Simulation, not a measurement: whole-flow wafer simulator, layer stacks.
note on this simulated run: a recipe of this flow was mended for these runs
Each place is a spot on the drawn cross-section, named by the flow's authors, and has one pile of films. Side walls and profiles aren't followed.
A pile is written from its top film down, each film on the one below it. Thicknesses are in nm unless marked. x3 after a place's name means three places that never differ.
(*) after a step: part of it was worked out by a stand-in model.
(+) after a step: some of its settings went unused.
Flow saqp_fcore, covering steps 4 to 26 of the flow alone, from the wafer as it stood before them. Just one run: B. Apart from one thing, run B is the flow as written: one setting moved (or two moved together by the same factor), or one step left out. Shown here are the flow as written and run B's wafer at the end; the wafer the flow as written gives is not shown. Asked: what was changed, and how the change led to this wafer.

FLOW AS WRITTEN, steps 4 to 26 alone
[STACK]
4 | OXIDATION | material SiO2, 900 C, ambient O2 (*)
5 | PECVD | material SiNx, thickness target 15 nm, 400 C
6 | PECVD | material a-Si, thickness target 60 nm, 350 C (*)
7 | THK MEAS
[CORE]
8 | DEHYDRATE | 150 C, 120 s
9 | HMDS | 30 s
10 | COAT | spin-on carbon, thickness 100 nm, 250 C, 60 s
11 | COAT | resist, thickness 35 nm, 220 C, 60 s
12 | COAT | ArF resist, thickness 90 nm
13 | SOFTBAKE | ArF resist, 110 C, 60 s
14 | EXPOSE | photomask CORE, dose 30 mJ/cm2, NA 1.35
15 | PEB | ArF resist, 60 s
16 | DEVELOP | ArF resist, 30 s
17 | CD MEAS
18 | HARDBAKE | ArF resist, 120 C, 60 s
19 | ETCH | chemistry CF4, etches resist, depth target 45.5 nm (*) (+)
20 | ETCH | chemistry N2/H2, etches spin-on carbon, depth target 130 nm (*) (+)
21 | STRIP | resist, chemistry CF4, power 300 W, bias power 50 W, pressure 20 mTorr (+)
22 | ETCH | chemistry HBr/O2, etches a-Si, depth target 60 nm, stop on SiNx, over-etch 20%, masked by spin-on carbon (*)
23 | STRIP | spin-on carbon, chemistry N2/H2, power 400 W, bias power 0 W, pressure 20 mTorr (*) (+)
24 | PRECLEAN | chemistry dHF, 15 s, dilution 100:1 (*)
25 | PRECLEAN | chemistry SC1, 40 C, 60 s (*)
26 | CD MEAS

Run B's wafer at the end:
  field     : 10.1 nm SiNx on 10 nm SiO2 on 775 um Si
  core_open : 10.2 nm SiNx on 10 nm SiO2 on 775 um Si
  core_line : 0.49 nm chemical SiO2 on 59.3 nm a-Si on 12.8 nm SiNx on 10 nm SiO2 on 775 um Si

What caused this: step 5, PECVD: thickness target 12.8 nm was run, whereas the flow has thickness target 15 nm.
The wafer lets one read it off: core_line has SiNx 12.8, and step 5 as written asks for 15 nm.

How this came from the change, step by step:
  5 | PECVD | material SiNx, thickness target 15 nm, 400 C
      field, core_open, core_line: SiNx gains 12.8 (new film) (as written it would have been: SiNx gains 15 (new film))
